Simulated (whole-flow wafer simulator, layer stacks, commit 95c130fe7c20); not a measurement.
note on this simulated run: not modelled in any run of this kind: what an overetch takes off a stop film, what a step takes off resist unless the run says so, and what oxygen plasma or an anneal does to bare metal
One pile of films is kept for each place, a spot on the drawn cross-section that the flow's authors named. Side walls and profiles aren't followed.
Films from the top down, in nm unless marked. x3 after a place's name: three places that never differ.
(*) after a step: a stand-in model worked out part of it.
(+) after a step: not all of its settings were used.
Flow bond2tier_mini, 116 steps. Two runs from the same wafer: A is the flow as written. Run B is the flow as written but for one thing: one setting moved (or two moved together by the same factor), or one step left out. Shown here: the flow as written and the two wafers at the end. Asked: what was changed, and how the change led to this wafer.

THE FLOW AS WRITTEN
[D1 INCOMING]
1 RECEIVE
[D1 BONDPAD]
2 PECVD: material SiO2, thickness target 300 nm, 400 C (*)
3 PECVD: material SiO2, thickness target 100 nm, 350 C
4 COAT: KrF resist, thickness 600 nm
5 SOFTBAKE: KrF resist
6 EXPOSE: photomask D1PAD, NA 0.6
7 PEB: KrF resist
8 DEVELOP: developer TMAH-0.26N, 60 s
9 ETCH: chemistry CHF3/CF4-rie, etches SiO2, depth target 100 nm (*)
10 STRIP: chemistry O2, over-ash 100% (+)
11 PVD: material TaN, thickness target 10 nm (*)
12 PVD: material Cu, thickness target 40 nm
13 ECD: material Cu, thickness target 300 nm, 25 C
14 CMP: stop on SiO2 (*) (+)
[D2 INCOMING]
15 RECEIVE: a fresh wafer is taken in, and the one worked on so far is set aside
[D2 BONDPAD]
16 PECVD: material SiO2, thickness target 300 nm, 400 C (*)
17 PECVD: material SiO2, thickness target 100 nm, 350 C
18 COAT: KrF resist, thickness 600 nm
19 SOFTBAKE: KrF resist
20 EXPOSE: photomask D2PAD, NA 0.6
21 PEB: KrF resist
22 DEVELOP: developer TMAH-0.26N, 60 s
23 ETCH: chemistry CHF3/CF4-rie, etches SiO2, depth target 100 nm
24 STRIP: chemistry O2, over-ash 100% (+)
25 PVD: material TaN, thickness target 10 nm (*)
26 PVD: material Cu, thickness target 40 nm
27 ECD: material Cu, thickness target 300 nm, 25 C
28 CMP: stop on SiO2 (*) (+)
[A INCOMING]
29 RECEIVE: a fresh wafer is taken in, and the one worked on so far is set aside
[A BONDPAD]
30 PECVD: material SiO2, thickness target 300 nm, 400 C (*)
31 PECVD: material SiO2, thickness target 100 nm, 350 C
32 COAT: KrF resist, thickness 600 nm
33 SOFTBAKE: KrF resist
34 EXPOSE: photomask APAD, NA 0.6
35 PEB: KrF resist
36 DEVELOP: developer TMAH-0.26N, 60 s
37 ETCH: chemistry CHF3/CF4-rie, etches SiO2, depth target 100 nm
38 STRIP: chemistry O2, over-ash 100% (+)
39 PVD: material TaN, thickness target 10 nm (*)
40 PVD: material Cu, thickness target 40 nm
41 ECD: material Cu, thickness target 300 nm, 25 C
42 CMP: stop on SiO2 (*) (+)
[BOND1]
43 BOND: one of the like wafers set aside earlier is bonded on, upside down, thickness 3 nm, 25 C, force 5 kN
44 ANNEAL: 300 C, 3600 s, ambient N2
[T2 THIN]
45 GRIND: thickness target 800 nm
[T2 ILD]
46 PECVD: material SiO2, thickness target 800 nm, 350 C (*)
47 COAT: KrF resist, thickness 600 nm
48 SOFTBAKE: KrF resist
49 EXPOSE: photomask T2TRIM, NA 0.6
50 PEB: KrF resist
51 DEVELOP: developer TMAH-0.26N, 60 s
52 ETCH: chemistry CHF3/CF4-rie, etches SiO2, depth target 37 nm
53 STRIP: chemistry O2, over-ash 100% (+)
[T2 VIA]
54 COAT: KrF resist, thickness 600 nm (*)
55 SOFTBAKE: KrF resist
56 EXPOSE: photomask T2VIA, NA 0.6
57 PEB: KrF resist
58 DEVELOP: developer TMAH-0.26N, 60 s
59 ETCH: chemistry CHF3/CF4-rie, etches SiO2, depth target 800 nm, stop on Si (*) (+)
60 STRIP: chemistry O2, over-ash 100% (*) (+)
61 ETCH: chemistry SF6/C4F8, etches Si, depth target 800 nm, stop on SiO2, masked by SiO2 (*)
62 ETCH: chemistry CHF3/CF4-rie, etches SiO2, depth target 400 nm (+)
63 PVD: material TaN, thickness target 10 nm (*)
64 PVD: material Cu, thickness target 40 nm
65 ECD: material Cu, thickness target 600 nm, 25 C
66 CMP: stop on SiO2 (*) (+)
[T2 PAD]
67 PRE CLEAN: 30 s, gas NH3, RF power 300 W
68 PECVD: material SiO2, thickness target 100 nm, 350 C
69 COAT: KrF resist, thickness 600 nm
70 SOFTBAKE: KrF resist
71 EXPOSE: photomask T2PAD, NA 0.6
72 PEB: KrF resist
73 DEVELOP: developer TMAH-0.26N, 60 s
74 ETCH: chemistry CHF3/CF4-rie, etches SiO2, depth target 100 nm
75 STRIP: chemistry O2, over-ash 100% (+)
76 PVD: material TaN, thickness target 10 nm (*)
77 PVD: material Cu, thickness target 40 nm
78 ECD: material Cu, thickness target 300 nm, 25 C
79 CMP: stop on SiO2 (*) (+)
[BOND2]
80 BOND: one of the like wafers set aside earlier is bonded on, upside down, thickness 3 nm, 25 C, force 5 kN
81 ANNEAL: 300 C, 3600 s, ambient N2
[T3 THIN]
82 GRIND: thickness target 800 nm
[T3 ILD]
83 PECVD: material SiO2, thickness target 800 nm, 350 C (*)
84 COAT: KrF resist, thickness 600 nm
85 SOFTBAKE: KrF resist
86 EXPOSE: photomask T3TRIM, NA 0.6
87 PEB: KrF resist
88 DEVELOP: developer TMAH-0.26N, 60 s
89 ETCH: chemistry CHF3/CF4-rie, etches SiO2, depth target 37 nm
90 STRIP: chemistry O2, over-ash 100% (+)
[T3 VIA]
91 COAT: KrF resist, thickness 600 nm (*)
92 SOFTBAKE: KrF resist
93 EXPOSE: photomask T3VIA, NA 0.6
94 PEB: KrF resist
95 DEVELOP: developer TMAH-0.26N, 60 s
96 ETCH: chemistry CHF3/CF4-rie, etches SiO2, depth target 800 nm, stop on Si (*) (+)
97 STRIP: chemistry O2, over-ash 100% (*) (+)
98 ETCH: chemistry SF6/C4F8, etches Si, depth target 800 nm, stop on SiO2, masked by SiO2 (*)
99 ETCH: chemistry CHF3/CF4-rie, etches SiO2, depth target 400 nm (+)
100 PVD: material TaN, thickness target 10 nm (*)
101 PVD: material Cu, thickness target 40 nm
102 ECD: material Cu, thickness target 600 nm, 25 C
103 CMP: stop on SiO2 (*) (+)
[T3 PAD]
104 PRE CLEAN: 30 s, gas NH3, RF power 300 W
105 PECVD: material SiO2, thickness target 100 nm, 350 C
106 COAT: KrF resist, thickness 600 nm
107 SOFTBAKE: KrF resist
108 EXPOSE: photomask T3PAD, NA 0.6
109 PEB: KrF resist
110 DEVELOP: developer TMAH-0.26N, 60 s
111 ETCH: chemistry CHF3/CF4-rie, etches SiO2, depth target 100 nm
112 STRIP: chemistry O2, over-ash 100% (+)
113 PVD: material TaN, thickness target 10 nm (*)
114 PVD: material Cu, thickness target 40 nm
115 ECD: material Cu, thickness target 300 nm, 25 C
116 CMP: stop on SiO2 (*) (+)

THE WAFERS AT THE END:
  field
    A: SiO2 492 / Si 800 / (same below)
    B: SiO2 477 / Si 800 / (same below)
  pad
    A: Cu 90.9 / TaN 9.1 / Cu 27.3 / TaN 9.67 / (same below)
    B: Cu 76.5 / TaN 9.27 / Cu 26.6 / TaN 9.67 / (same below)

The cause: step 105, PECVD: thickness target 85 nm was run, where the flow has thickness target 100 nm.

How the change led to this, step by step:
  105 PECVD: material SiO2, thickness target 100 nm, 350 C
      field: A SiO2 +100 | B SiO2 +85
      pad: A SiO2 +100 (new film) | B SiO2 +85 (new film)
  111 ETCH: chemistry CHF3/CF4-rie, etches SiO2, depth target 100 nm
      pad: A SiO2 -100 (all of it) | B SiO2 -85 (all of it), Cu -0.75
  115 ECD: material Cu, thickness target 300 nm, 25 C
      pad: A Cu +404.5 | B Cu +389.6
